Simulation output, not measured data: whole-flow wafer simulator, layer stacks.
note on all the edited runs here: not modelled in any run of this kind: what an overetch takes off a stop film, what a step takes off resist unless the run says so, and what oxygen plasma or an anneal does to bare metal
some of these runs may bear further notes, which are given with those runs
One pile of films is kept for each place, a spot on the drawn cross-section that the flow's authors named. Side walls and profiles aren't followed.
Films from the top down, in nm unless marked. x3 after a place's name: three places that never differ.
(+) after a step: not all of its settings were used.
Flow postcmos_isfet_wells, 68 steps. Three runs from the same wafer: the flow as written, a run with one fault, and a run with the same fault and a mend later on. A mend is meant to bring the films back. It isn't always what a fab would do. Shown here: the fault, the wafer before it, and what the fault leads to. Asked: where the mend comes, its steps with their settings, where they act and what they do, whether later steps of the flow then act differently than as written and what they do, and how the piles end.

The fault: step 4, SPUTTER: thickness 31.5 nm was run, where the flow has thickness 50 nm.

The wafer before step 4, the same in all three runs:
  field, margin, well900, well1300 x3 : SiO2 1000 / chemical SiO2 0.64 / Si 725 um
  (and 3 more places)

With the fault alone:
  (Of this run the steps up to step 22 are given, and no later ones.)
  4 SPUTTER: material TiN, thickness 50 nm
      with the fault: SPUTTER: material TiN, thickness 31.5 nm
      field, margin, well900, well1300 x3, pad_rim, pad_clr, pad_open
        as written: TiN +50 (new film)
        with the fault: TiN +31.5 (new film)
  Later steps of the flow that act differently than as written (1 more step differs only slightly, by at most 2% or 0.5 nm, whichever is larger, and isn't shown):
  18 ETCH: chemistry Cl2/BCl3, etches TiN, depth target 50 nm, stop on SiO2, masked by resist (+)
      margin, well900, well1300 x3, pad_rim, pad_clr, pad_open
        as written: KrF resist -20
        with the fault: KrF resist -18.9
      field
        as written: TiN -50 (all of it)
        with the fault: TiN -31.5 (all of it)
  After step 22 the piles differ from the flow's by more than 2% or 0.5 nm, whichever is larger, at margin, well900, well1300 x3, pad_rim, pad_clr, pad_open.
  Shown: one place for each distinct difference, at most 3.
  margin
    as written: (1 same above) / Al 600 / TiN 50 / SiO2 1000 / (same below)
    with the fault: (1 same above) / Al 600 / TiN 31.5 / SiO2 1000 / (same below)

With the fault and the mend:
  The mend comes after step 4.
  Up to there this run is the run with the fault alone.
  4a ETCH: chemistry peroxide tin strip, depth target 36.22 nm
      field, margin, well900, well1300 x3, pad_rim, pad_clr, pad_open
        TiN -31.5 (all of it)
  4b SPUTTER: material TiN, thickness 50 nm (the flow's step 4 once more)
      field, margin, well900, well1300 x3, pad_rim, pad_clr, pad_open
        TiN +50 (new film)
  No later step of the flow acts differently than as written at any place that is followed.
  At the end the piles are the same as the flow's at every place that both follow.
